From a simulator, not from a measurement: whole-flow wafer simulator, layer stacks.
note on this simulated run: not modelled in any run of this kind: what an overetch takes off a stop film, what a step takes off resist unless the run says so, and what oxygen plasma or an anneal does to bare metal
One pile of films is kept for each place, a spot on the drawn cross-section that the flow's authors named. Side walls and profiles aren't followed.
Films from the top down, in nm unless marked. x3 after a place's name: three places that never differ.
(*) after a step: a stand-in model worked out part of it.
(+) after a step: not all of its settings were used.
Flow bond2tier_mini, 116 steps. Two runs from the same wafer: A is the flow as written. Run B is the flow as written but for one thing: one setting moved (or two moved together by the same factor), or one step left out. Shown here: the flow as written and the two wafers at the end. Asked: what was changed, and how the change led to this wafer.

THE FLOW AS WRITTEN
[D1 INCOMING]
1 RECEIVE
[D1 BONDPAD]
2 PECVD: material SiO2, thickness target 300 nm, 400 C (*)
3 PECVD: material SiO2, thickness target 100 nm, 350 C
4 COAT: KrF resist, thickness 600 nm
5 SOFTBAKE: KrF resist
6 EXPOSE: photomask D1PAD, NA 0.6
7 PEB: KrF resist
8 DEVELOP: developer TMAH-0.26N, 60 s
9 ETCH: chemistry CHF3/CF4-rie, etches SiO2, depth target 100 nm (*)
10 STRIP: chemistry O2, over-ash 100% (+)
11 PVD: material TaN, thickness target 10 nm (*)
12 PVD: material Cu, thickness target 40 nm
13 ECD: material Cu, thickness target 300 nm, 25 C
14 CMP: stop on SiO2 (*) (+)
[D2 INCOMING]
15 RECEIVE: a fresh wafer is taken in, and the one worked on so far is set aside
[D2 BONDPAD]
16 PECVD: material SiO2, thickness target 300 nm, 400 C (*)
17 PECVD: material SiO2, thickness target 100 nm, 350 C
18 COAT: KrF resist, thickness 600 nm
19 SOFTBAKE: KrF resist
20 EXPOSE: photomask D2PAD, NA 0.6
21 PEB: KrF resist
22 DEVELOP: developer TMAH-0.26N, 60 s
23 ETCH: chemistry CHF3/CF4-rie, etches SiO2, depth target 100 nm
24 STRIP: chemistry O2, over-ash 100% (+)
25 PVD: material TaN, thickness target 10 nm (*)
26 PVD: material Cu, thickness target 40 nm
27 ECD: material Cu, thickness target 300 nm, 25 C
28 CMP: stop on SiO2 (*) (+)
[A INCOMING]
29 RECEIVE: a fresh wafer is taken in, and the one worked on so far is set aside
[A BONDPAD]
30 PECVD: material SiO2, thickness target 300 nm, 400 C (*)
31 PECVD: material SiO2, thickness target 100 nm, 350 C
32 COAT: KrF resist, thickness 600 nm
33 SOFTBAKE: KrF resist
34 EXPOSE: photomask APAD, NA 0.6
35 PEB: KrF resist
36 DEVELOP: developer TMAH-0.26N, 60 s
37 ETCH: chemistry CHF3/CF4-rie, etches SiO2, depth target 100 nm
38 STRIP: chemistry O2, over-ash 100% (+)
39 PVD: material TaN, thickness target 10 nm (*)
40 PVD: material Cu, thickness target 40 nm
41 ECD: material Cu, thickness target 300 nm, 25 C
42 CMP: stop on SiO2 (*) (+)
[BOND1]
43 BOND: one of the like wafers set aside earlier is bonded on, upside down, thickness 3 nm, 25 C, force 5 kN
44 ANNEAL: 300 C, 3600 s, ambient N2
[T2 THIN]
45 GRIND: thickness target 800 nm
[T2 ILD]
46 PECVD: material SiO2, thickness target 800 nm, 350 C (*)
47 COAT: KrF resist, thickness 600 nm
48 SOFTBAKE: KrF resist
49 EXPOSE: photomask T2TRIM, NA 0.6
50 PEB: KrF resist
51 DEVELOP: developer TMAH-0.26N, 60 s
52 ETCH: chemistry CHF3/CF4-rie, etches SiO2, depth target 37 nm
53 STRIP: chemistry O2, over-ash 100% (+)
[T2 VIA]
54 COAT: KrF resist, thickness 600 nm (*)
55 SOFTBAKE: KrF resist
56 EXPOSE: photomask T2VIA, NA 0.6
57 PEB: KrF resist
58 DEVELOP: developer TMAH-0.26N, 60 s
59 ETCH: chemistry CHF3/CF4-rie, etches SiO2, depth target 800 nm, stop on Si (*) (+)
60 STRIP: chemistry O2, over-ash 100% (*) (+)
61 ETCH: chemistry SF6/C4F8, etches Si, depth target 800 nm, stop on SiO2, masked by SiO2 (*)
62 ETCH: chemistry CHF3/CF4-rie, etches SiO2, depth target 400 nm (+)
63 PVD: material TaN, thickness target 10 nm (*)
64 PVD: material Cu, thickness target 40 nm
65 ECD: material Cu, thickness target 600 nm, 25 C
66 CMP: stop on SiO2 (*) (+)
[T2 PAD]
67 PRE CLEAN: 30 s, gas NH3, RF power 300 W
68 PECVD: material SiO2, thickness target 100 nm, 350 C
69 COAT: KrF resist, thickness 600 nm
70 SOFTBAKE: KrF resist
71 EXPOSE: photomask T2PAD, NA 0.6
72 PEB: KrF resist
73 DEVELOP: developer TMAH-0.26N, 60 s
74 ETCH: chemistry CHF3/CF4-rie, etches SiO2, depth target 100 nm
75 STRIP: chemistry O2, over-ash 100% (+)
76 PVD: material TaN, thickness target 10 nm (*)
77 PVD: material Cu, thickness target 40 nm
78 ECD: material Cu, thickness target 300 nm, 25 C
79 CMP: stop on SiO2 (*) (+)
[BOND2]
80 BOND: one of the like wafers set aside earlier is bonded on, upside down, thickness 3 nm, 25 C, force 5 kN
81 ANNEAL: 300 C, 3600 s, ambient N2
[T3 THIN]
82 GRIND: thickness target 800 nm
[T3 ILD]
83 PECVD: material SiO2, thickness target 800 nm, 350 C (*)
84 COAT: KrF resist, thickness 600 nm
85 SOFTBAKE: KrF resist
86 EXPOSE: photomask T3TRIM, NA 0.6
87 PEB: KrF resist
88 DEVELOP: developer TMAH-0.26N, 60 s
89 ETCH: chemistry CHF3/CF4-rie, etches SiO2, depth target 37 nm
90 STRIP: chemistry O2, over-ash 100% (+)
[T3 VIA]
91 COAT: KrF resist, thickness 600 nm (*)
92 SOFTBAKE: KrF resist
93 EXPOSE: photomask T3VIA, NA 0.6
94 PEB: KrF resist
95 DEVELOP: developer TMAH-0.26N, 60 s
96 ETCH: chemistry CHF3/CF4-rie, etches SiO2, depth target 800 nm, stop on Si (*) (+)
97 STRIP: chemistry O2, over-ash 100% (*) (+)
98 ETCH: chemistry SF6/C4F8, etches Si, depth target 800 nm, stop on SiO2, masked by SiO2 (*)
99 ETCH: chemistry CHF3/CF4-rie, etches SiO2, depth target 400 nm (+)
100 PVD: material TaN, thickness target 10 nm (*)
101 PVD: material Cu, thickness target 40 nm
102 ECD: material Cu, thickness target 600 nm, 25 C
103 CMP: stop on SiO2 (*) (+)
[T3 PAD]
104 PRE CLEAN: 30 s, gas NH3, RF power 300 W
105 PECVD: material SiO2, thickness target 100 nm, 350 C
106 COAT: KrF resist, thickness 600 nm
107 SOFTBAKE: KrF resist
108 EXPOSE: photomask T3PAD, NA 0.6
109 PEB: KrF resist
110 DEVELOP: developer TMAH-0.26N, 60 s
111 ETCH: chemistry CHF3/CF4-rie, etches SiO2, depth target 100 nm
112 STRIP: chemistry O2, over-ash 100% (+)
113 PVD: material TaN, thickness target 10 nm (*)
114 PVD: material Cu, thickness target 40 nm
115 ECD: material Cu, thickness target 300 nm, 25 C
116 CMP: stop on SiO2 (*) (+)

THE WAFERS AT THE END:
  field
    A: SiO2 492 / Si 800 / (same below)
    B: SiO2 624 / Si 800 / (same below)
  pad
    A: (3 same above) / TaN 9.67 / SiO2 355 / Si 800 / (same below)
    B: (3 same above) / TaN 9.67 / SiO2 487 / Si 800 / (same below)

The cause: step 99, ETCH: depth target 268 nm was run, where the flow has depth target 400 nm.

How the change led to this, step by step:
  99 ETCH: chemistry CHF3/CF4-rie, etches SiO2, depth target 400 nm (+)
      field, pad: A SiO2 -400 | B SiO2 -268
